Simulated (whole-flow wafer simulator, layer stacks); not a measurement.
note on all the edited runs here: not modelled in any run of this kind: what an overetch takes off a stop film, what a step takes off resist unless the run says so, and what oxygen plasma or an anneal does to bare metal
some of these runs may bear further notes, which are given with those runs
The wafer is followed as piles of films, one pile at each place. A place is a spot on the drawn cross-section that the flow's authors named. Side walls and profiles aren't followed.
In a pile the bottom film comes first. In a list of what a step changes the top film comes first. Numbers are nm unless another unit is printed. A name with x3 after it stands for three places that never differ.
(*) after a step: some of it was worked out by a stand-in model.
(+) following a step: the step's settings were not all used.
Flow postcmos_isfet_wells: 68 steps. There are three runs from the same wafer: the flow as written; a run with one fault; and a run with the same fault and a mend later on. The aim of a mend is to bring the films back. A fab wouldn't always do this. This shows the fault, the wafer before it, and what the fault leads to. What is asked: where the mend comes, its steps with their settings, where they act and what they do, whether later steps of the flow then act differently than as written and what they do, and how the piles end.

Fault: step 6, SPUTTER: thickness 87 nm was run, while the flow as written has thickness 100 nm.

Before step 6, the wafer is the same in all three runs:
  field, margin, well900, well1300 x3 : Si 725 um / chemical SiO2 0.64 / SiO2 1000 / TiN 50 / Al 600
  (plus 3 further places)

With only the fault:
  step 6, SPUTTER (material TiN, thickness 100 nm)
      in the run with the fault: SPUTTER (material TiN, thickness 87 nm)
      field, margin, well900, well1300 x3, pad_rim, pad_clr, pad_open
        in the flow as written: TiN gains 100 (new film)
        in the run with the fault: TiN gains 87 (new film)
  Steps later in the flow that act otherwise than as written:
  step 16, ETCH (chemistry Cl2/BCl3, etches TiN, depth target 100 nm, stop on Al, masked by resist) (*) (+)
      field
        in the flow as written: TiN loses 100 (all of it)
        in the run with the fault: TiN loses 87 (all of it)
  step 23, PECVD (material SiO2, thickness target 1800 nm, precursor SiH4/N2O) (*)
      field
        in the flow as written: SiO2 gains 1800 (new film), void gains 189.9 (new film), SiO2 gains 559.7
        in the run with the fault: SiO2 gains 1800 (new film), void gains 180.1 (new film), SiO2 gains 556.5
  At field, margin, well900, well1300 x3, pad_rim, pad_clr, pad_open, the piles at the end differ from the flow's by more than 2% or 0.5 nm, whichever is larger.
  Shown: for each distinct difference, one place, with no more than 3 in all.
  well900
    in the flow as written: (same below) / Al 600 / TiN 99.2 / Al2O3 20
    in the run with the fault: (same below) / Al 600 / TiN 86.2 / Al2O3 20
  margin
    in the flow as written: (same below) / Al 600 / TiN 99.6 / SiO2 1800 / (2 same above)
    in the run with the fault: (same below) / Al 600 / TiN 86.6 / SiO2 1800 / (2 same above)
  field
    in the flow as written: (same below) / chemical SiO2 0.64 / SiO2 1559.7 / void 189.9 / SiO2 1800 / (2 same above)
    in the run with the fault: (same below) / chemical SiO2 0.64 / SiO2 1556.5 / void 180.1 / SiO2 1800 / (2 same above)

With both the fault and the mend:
  The mend follows step 15.
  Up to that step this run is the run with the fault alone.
  step 15a, STRIP (chemistry O2, 600 s) (+)
      margin, well900, well1300 x3, pad_rim, pad_clr, pad_open
        KrF resist loses 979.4 (all of it)
  step 15b, SPUTTER (material TiN, thickness 13 nm) (the flow's step 6 again, with other settings)
      field, margin, well900, well1300 x3, pad_rim, pad_clr, pad_open
        TiN gains 13
  step 15c, HMDS (30 s) (the flow's step 8 again)
      does not change any film at any place that is followed
  step 15d, COAT (KrF resist) (the flow's step 9 again)
      field, margin, well900, well1300 x3, pad_rim, pad_clr, pad_open
        KrF resist gains 1000 (new film)
  step 15e, SOFTBAKE (material KrF resist) (the flow's step 10 again)
      does not change any film at any place that is followed
  step 15f, EBR (the flow's step 11 again)
      does not change any film at any place that is followed
  step 15g, EXPOSE (photomask PLATE, NA 0.55, wavelength 248 nm) (*) (the flow's step 12 again)
      does not change any film at any place that is followed
  step 15h, PEB (the flow's step 13 again)
      field, margin, well900, well1300 x3, pad_rim, pad_clr, pad_open
        KrF resist loses 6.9
  step 15i, DEVELOP (60 s) (the flow's step 14 again)
      margin, well900, well1300 x3, pad_rim, pad_clr, pad_open
        KrF resist loses 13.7
      field
        KrF resist loses 993.1 (all of it)
  Every later step of the flow that is run acts as written at every place that is followed.
  By the end, the piles equal the flow's at every place that both follow.
